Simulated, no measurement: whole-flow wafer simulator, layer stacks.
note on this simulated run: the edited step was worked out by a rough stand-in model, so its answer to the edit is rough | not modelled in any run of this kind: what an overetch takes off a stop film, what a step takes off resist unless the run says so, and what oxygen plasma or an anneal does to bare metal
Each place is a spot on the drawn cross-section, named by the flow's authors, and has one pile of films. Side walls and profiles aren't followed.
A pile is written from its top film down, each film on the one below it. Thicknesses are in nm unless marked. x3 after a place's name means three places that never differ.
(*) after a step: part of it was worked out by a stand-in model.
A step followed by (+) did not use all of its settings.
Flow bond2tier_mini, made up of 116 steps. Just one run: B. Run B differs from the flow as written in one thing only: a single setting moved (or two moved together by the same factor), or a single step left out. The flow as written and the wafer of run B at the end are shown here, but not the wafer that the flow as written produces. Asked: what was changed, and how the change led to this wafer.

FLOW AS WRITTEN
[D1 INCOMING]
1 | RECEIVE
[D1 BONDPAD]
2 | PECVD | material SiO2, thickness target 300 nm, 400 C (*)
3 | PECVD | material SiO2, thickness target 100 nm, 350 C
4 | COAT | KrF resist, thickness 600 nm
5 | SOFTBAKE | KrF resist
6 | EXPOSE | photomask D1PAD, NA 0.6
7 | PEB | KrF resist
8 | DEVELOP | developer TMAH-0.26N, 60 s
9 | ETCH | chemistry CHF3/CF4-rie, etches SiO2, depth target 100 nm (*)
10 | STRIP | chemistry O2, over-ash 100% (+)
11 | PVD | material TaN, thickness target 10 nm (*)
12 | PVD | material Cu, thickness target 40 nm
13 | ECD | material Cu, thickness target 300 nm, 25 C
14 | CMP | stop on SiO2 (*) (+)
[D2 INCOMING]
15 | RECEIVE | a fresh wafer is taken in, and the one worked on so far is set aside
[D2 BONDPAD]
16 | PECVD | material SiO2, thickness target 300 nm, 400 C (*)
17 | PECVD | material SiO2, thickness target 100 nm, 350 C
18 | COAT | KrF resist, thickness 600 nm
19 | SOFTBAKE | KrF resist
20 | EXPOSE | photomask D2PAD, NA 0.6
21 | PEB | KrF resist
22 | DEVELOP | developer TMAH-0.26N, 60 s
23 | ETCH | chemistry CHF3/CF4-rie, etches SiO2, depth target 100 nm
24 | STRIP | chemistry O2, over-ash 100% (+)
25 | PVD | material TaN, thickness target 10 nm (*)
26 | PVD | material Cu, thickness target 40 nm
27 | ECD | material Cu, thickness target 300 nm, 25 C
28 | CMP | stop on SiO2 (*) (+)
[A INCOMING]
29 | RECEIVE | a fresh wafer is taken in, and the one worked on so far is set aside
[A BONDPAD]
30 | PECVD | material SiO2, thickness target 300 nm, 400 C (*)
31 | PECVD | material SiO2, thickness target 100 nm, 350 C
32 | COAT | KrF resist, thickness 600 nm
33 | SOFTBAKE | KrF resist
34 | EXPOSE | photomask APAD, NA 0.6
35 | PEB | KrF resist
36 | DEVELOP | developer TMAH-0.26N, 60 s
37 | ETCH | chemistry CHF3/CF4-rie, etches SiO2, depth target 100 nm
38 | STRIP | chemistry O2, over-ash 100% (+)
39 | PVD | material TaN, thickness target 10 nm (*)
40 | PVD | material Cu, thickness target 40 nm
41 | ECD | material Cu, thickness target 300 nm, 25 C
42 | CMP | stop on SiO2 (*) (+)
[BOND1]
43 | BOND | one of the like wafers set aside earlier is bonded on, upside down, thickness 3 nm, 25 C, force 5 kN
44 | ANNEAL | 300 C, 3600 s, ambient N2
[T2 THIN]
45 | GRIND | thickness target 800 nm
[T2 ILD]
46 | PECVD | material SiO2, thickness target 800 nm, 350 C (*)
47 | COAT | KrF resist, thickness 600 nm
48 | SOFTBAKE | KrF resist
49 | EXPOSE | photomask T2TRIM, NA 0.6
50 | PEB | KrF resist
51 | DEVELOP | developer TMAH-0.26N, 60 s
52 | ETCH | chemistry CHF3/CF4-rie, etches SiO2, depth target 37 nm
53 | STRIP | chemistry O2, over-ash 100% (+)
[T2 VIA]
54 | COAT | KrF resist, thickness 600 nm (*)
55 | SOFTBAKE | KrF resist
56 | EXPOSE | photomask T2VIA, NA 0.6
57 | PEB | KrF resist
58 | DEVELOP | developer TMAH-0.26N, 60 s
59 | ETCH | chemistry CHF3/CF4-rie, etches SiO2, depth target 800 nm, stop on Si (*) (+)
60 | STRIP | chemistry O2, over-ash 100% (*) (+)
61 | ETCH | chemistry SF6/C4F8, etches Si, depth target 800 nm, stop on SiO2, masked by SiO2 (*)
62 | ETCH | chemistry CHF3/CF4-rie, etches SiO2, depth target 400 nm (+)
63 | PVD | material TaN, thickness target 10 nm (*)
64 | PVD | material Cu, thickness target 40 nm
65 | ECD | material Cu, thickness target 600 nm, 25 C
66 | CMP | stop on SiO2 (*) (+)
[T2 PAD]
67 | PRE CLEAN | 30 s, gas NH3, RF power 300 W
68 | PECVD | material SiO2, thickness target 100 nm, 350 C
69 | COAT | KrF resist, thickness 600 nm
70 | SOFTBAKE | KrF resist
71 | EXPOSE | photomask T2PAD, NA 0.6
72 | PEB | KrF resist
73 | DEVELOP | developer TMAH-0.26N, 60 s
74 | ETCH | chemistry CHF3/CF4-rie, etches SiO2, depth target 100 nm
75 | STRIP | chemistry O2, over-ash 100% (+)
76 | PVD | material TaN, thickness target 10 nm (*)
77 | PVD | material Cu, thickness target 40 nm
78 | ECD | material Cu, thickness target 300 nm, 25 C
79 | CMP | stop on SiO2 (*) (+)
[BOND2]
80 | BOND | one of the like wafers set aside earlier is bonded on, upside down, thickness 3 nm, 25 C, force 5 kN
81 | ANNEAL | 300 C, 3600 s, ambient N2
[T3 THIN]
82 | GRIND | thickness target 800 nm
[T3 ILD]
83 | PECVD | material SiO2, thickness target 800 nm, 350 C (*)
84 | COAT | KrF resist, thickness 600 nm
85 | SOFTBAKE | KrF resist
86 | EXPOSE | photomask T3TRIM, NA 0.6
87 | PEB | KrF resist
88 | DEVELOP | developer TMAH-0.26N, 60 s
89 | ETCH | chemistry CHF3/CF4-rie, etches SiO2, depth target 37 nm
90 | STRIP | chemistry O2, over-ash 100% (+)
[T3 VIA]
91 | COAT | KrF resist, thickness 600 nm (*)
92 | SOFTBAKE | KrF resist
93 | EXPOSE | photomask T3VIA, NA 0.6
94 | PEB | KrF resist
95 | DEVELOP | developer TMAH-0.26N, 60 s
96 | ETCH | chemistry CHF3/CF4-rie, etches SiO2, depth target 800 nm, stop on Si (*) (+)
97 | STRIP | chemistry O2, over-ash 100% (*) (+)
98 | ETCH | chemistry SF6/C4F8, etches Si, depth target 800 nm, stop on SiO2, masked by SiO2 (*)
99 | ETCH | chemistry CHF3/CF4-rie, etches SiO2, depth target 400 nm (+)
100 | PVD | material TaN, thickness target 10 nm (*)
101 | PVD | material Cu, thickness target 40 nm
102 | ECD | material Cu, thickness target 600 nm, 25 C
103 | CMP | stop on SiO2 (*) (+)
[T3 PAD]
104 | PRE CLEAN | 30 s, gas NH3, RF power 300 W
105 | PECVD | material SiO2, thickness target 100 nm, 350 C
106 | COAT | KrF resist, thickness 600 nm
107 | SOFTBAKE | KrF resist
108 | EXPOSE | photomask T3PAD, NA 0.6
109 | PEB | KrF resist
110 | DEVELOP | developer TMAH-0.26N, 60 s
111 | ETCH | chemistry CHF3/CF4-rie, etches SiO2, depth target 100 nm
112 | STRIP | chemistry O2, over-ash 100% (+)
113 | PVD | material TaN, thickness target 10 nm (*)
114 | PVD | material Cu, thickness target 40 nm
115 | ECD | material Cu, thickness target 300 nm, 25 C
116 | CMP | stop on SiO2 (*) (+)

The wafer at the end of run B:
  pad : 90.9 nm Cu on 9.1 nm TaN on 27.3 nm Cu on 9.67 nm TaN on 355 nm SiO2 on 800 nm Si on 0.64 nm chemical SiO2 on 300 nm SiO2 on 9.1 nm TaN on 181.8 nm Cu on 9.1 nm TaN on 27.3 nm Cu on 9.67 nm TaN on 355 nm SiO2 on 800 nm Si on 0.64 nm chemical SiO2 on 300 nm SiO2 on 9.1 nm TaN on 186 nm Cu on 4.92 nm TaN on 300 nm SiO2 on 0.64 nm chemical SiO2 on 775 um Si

Cause: step 39, PVD: thickness target 5.4 nm was run, whereas the flow has thickness target 10 nm.

The path from the change to this, step by step:
  39 | PVD | material TaN, thickness target 10 nm (*)
      field: TaN gains 5.4 (new film) (it would be, as written: TaN gains 10 (new film))
      pad: TaN gains 4.92 (new film) (it would be, as written: TaN gains 9.1 (new film))
      (also at 1 further place)
  42 | CMP | stop on SiO2 (*) (+)
      field: Cu loses 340 (all of it), TaN loses 5.4 (all of it) (it would be, as written: Cu loses 340 (all of it), TaN loses 10 (all of it))
